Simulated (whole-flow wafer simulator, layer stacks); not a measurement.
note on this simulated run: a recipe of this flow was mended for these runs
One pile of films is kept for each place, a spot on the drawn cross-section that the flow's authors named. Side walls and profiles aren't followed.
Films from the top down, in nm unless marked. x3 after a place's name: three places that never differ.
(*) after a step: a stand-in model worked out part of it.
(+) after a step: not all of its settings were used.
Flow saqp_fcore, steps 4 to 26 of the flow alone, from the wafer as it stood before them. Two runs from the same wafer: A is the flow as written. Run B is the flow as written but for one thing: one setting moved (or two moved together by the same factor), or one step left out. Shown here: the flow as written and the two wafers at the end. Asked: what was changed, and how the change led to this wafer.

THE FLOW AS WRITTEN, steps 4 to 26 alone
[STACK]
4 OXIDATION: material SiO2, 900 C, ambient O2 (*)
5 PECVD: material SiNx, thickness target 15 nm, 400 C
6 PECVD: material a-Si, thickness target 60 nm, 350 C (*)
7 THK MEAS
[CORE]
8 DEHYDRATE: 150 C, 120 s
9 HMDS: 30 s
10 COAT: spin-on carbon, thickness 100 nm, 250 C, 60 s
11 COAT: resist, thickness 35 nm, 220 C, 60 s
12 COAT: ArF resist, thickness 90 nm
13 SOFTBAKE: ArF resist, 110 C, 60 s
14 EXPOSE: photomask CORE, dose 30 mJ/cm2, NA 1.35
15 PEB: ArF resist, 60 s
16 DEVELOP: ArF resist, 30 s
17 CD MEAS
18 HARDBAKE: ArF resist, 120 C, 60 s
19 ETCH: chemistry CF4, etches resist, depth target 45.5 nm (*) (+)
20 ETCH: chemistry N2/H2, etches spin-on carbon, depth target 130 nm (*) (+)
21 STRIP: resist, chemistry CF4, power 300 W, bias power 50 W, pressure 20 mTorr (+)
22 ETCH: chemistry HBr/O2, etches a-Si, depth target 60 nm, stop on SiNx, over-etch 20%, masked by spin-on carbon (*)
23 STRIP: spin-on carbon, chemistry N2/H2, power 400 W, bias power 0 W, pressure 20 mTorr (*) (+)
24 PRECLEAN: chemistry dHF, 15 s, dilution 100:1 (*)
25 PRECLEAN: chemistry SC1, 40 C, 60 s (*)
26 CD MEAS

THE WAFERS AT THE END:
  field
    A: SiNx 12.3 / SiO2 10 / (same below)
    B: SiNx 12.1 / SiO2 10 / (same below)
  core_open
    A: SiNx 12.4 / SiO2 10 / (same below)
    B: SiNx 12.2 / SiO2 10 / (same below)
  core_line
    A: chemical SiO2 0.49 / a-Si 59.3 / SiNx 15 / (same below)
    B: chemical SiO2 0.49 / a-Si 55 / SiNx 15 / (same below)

The cause: step 6, PECVD: thickness target 55.7 nm was run, where the flow has thickness target 60 nm.

How the change led to this, step by step:
  6 PECVD: material a-Si, thickness target 60 nm, 350 C (*)
      field, core_open, core_line: A a-Si +60 (new film) | B a-Si +55.7 (new film)
  22 ETCH: chemistry HBr/O2, etches a-Si, depth target 60 nm, stop on SiNx, over-etch 20%, masked by spin-on carbon (*)
      field: A a-Si -36.8 (all of it), SiNx -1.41 | B a-Si -32.5 (all of it), SiNx -1.58
      core_open: A a-Si -39.4 (all of it), SiNx -1.3 | B a-Si -35.1 (all of it), SiNx -1.48
      (and at 1 more place)
